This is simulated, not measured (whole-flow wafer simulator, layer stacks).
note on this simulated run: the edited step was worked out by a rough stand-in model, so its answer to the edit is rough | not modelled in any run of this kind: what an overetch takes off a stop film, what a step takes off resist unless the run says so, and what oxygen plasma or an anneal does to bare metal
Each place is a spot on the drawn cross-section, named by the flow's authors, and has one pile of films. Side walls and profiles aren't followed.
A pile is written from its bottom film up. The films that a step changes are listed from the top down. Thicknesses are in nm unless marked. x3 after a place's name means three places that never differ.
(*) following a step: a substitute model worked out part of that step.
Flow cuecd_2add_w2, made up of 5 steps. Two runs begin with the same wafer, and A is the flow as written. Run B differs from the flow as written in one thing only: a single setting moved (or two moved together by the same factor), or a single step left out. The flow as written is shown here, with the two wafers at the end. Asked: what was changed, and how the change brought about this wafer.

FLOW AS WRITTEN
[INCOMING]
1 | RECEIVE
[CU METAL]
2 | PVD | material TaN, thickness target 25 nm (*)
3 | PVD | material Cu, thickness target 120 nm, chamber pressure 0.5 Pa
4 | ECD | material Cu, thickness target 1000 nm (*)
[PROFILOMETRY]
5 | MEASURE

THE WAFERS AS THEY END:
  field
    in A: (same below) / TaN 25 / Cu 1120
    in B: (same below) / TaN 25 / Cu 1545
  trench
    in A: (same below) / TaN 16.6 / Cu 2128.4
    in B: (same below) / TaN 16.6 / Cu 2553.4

Cause: step 4, ECD: thickness target 1425 nm was run, though the flow has thickness target 1000 nm.

The path from the change to this, step by step:
  4 | ECD | material Cu, thickness target 1000 nm (*)
      field: A Cu gains 1000 | B Cu gains 1425
      trench: A Cu gains 2047.6 | B Cu gains 2472.6
